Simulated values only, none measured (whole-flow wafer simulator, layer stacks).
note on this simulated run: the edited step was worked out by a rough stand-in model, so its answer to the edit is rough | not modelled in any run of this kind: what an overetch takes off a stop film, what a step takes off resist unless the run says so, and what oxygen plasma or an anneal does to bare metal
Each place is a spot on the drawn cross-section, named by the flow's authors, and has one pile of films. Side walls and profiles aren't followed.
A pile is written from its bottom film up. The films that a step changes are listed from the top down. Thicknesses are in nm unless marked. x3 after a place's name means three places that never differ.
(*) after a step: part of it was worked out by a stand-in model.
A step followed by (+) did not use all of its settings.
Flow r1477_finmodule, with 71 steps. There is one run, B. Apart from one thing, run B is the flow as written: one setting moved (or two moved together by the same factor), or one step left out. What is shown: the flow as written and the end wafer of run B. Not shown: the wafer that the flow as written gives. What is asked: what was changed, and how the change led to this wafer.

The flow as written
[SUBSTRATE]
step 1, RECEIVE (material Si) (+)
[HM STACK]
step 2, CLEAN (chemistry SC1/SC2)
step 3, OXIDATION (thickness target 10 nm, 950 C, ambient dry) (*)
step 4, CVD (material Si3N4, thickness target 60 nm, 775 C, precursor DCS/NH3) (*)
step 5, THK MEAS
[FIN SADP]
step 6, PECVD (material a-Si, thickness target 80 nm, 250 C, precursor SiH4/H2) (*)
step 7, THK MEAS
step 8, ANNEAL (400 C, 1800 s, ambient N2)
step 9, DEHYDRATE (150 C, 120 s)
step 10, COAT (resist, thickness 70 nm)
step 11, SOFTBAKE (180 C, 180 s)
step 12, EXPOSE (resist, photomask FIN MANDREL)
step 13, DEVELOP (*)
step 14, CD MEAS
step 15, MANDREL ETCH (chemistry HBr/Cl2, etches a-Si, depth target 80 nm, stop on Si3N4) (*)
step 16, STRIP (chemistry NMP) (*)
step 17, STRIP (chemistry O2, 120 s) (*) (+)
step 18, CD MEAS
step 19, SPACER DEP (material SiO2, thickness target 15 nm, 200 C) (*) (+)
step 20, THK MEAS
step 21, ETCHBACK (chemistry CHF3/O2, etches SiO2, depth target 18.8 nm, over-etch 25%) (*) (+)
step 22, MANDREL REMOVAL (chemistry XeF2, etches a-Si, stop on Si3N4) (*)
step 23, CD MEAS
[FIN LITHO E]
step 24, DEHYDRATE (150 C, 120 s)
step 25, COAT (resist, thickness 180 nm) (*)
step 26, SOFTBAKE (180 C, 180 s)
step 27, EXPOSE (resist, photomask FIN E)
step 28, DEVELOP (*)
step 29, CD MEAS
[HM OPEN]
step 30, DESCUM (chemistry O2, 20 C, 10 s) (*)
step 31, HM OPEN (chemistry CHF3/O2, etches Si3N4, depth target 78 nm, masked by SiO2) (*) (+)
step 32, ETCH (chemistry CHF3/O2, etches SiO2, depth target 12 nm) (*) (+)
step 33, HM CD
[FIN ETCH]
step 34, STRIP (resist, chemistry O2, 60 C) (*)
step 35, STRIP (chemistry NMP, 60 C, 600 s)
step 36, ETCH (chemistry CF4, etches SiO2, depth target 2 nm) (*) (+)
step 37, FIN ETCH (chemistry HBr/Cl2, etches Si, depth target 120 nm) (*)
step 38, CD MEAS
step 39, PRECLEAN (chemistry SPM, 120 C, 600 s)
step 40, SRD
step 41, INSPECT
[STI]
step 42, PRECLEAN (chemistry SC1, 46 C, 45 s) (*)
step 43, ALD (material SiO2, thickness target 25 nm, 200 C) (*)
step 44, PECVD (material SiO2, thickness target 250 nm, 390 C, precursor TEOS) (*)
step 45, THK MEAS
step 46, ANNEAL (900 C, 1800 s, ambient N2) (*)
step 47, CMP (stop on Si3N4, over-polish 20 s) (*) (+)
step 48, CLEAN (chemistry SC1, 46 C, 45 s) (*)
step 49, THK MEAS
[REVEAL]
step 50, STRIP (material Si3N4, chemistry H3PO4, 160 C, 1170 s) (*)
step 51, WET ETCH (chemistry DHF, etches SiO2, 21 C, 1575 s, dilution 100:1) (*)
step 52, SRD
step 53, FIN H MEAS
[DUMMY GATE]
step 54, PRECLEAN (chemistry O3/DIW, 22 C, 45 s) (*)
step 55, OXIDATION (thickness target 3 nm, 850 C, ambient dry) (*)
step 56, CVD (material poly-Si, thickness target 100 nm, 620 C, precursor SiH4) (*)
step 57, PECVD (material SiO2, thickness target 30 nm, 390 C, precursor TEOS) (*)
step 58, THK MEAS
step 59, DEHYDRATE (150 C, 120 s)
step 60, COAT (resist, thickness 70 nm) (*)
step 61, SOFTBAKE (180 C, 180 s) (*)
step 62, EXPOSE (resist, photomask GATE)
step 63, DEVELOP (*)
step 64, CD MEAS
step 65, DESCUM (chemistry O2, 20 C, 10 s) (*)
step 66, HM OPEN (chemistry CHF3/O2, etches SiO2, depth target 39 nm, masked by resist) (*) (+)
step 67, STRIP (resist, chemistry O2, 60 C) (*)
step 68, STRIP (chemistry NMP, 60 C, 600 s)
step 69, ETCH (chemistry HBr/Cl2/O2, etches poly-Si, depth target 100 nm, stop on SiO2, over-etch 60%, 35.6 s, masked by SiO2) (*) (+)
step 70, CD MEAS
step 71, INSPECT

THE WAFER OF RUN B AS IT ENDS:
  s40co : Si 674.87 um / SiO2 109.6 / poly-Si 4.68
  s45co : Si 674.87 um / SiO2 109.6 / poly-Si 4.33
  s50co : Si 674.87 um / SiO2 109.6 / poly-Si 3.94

What caused this: step 56, CVD: thickness target 152.5 nm was run, though the flow has thickness target 100 nm.

How this came from the change, step by step:
  step 56, CVD (material poly-Si, thickness target 100 nm, 620 C, precursor SiH4) (*)
      pad, padg, elg and 26 more: +152.5 poly-Si (new film) (in the flow as written it would be: +100 poly-Si (new film))
      s40cg, s40co: +167.1 poly-Si (new film) (in the flow as written it would be: +113.9 poly-Si (new film))
      (as well as at 5 more places)
  step 67, STRIP (resist, chemistry O2, 60 C) (*)
      s40cg: -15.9 resist (all of it) (in the flow as written it would be: -16.5 resist (all of it))
      s45cg: -16.2 resist (all of it) (in the flow as written it would be: -16.9 resist (all of it))
      (as well as at 1 more place)
  step 69, ETCH (chemistry HBr/Cl2/O2, etches poly-Si, depth target 100 nm, stop on SiO2, over-etch 60%, 35.6 s, masked by SiO2) (*) (+)
      pad, eso, e40so, e100so, e200so, s40so, s45so, s50so: -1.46 chemical SiO2 (all of it), -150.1 poly-Si (all of it) (in the flow as written it would be: -1.46 chemical SiO2 (all of it), -97.6 poly-Si (all of it), -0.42 SiO2)
      elo, e40lo, e100lo, e200lo: -1.46 chemical SiO2 (all of it), -150.1 poly-Si (all of it) (in the flow as written it would be: -1.46 chemical SiO2 (all of it), -97.6 poly-Si (all of it), -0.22 Si3N4)
      (as well as at 6 more places)
